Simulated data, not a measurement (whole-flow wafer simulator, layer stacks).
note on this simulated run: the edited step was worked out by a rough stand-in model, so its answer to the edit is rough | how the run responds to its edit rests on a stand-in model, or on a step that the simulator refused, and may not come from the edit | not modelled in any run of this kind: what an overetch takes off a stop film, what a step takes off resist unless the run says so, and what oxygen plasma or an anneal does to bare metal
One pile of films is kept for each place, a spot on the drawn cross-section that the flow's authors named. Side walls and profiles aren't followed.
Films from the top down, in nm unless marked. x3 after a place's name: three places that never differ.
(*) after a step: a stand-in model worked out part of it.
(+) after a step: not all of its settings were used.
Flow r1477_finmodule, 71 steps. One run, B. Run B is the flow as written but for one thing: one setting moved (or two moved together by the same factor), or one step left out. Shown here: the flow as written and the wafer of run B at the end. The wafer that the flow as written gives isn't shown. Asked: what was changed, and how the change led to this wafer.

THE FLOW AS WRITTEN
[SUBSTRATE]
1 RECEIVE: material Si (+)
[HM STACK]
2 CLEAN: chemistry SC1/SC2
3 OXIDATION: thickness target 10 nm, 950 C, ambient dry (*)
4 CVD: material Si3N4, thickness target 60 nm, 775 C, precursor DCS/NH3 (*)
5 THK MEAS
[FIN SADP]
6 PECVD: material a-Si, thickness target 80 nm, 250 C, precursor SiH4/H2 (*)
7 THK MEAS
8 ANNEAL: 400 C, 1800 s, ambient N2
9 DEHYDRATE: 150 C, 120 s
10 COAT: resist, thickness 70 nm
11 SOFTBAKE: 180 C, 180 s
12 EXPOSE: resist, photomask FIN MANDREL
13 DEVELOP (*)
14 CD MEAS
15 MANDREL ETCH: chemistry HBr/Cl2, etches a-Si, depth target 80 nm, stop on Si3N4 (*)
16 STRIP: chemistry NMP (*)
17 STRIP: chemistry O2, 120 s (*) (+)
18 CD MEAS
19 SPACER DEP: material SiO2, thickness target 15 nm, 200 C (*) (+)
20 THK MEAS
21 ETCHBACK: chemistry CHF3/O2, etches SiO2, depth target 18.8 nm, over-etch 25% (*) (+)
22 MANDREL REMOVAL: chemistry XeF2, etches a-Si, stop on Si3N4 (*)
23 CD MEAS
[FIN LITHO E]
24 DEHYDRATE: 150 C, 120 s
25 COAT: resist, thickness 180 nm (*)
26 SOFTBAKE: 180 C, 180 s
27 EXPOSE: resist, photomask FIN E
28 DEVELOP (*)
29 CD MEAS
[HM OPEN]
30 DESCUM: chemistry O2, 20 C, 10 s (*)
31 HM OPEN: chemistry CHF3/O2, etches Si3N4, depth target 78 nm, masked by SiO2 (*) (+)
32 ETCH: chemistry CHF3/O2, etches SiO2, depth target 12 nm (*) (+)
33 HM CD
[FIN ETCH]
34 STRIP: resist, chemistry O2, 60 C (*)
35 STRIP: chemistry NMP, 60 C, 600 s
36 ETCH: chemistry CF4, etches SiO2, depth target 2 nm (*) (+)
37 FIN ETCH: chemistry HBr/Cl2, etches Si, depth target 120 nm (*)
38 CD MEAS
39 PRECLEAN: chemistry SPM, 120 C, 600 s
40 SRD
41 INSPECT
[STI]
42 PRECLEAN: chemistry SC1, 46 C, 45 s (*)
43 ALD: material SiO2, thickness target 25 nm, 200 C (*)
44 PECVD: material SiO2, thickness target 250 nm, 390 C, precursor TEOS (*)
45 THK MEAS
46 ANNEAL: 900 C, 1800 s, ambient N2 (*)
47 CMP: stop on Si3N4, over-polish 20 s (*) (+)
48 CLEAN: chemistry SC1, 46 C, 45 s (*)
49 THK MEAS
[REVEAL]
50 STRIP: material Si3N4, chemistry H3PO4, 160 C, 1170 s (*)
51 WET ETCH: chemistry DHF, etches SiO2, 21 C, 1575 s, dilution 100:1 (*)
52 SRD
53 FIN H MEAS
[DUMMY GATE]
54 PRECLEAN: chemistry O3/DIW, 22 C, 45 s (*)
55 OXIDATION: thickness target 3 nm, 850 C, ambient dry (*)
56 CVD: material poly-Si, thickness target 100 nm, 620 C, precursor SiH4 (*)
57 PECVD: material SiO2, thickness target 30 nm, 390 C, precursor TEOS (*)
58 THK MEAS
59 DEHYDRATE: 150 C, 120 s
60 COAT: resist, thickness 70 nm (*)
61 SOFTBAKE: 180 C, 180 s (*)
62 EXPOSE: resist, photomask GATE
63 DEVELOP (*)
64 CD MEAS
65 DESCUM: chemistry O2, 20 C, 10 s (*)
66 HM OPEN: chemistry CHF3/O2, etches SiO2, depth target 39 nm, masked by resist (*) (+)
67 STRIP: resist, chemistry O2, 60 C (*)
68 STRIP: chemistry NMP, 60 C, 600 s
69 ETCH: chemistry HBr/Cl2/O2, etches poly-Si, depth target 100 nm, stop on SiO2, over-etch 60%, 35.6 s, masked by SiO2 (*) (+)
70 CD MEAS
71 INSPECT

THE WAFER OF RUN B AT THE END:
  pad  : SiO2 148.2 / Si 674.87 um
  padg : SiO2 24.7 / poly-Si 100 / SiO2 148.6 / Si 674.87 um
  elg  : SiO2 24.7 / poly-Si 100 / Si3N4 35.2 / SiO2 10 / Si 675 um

The cause: step 51, WET ETCH: 740 s was run, where the flow has 1575 s.

How the change led to this, step by step:
  51 WET ETCH: chemistry DHF, etches SiO2, 21 C, 1575 s, dilution 100:1 (*)
      pad, padg, e40sg and 12 more: SiO2 -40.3 (as written it would be: SiO2 -85.7)
      elg, e40lg, e100lg, e200lg, elo, e40lo, e100lo, e200lo: SiO2 -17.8 (all of it), Si3N4 -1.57 (as written it would be: SiO2 -17.8 (all of it), Si3N4 -4.97)
      (and at 7 more places)
  56 CVD: material poly-Si, thickness target 100 nm, 620 C, precursor SiH4 (*)
      s40sg_line, s45sg_line, s50sg_line, s40so_line, s45so_line, s50so_line: poly-Si +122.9 (new film) (as written it would be: poly-Si +100 (new film))
      s40cg, s40co: poly-Si +100 (new film) (as written it would be: poly-Si +113.9 (new film))
      (and at 5 more places)
  60 COAT: resist, thickness 70 nm (*)
      e40lg, e100lg, elo, e40lo, e100lo: resist +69 (new film) (as written it would be: resist +66.9 (new film))
      e40sg, eso, e40so: resist +89.6 (new film) (as written it would be: resist +129.5 (new film))
      (and at 22 more places)
  63 DEVELOP (*)
      elo, e40lo, e100lo: resist -69 (all of it) (as written it would be: resist -66.9 (all of it))
      eso, e40so: resist -89.6 (all of it) (as written it would be: resist -129.5 (all of it))
      (and at 11 more places)
  67 STRIP: resist, chemistry O2, 60 C (*)
      e40lg, e100lg: resist -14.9 (all of it) (as written it would be: resist -12.8 (all of it))
      e40sg: resist -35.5 (all of it) (as written it would be: resist -75.4 (all of it))
      (and at 12 more places)
  69 ETCH: chemistry HBr/Cl2/O2, etches poly-Si, depth target 100 nm, stop on SiO2, over-etch 60%, 35.6 s, masked by SiO2 (*) (+)
      s40so_line, s45so_line, s50so_line: chemical SiO2 -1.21 (all of it), poly-Si -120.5 (all of it), SiO2 -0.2 (as written it would be: chemical SiO2 -1.46 (all of it), poly-Si -97.6 (all of it), SiO2 -0.42)
      s40co: chemical SiO2 -1.21 (all of it), poly-Si -97.7 (all of it), SiO2 -0.42 (as written it would be: chemical SiO2 -1.46 (all of it), poly-Si -111.5 (all of it), SiO2 -0.24)
      (and at 2 more places)
